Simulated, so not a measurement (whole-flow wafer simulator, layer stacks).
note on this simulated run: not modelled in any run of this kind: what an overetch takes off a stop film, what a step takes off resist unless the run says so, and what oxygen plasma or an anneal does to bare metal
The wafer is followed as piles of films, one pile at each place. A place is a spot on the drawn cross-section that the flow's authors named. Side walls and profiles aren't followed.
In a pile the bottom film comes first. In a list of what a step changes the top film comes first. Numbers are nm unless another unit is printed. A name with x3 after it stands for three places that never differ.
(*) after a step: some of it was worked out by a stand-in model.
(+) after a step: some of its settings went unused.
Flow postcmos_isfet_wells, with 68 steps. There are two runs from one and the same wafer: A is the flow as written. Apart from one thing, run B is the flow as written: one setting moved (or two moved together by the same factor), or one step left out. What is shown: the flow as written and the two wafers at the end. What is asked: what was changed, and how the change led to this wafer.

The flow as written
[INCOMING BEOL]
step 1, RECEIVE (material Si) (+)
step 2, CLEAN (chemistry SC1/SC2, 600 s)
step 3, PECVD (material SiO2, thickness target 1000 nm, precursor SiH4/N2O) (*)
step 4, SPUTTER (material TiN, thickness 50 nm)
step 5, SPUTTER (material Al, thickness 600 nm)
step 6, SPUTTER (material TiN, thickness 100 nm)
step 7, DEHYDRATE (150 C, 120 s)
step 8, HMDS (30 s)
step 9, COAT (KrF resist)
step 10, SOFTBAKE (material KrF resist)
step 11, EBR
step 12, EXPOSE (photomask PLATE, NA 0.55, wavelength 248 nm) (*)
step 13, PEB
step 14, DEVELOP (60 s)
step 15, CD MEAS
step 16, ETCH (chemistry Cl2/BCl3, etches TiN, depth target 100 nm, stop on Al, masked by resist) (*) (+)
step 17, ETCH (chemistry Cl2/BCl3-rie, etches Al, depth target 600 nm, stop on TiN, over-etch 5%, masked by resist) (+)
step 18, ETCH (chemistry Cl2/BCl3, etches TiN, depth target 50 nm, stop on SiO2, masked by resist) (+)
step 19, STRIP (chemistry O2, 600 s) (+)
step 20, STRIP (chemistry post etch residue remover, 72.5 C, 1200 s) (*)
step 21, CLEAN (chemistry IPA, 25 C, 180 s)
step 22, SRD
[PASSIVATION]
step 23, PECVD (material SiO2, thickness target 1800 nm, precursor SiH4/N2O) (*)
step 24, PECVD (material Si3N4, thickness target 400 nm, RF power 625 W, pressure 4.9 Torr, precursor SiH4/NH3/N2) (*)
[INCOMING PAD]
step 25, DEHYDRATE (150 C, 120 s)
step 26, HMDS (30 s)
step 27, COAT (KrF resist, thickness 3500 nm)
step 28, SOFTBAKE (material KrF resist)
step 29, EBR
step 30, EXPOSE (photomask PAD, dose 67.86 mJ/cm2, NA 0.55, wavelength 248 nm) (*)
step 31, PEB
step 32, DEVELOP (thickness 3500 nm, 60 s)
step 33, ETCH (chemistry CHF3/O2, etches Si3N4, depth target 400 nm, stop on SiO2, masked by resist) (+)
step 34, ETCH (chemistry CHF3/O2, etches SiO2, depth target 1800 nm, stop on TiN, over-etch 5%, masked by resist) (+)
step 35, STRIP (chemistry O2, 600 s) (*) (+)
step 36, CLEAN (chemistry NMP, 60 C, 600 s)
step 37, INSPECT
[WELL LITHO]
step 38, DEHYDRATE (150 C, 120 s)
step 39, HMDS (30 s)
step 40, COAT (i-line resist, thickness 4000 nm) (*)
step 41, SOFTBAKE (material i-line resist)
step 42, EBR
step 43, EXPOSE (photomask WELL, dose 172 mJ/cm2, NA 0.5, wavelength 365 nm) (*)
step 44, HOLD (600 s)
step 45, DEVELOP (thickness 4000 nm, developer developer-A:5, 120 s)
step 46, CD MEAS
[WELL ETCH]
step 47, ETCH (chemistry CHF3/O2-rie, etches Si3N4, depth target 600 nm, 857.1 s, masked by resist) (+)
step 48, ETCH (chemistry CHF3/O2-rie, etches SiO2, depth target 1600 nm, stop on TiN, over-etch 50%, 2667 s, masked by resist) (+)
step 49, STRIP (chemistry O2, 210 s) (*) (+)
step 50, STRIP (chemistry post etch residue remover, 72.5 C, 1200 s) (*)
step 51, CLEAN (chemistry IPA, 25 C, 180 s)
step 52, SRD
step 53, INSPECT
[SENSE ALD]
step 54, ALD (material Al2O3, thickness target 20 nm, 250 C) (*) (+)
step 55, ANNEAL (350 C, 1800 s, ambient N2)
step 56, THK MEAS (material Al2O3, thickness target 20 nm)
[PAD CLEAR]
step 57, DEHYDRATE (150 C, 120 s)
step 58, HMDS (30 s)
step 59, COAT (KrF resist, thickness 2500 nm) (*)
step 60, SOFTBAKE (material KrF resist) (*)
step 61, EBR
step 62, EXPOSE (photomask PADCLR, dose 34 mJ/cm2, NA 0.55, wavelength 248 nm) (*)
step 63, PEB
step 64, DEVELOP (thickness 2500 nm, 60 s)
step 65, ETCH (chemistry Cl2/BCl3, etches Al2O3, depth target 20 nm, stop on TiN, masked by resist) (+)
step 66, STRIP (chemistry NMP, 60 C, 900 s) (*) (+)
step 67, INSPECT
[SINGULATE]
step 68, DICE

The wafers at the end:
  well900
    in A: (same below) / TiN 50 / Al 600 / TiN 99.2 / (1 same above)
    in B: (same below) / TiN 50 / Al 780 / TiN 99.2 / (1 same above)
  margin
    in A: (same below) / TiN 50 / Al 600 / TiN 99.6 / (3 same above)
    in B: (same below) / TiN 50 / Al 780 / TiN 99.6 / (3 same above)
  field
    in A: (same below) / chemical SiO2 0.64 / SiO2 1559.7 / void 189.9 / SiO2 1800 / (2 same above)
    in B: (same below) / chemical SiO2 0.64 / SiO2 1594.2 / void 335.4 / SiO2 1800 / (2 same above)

The reason: step 5, SPUTTER: thickness 780 nm was run, whereas the flow has thickness 600 nm; step 17, ETCH: depth target 780 nm was run, where the flow has depth target 600 nm.
The wafer itself shows it: well900 has Al 780, and step 5 as written asks for 600 nm.

Step by step, how the change led to this:
  step 5, SPUTTER (material Al, thickness 600 nm)
      field, margin, well900, well1300 x3, pad_rim, pad_clr, pad_open: A Al gains 600 (new film) | B Al gains 780 (new film)
  step 17, ETCH (chemistry Cl2/BCl3-rie, etches Al, depth target 600 nm, stop on TiN, over-etch 5%, masked by resist) (+)
      margin, well900, well1300 x3, pad_rim, pad_clr, pad_open: A KrF resist loses 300 | B KrF resist loses 390
      field: A Al loses 600 (all of it) | B Al loses 780 (all of it)
  step 19, STRIP (chemistry O2, 600 s) (+)
      margin, well900, well1300 x3, pad_rim, pad_clr, pad_open: A KrF resist loses 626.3 (all of it) | B KrF resist loses 536.3 (all of it)
  step 23, PECVD (material SiO2, thickness target 1800 nm, precursor SiH4/N2O) (*)
      field: A SiO2 gains 1800 (new film), void gains 189.9 (new film), SiO2 gains 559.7 | B SiO2 gains 1800 (new film), void gains 335.4 (new film), SiO2 gains 594.2
